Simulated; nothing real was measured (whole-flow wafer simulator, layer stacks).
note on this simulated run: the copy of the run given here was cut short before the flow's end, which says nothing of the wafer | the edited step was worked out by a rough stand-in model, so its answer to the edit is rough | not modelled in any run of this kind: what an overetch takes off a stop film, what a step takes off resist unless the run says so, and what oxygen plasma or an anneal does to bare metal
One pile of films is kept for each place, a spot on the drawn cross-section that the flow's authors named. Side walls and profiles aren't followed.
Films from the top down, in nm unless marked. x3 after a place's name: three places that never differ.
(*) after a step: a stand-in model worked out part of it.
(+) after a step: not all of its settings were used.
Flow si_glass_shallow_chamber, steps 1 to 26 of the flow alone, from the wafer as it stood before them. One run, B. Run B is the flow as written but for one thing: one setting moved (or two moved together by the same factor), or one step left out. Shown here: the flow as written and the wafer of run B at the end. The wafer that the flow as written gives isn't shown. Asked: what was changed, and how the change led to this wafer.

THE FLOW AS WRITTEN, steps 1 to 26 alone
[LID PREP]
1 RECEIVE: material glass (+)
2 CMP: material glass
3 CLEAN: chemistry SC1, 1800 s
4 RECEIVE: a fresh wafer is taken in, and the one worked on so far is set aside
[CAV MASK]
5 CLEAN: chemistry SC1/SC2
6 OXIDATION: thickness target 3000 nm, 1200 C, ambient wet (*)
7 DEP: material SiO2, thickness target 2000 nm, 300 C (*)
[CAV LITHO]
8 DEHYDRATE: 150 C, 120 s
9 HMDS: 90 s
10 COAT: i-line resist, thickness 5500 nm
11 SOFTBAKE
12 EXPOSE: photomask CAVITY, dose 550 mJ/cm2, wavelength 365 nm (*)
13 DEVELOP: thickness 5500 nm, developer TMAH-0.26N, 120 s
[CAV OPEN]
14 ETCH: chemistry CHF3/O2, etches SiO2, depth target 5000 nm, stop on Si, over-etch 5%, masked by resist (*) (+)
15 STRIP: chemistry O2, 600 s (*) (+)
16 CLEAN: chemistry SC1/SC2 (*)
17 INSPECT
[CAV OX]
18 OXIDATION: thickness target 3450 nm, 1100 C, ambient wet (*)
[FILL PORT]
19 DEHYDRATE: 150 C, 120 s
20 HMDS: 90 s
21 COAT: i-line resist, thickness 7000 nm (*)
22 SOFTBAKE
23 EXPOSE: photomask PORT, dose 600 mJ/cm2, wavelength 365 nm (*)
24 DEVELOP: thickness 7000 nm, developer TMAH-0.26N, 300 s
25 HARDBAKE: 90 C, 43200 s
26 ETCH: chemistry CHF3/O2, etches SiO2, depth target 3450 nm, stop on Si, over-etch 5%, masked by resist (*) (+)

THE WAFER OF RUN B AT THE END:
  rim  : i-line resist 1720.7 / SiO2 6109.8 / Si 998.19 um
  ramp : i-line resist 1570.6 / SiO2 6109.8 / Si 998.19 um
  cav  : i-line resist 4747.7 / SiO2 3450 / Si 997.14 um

The cause: step 14, ETCH: over-etch 2% was run, where the flow has over-etch 5%.

How the change led to this, step by step:
  14 ETCH: chemistry CHF3/O2, etches SiO2, depth target 5000 nm, stop on Si, over-etch 5%, masked by resist (*) (+)
      rim, ramp, septum, ring: i-line resist -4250 (as written it would be: i-line resist -4375)
      cav, port: SiO2 -5000 (all of it), Si -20 (as written it would be: SiO2 -5000 (all of it), Si -50)
  15 STRIP: chemistry O2, 600 s (*) (+)
      rim, ramp, septum, ring: i-line resist -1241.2 (all of it) (as written it would be: i-line resist -1116.2 (all of it))
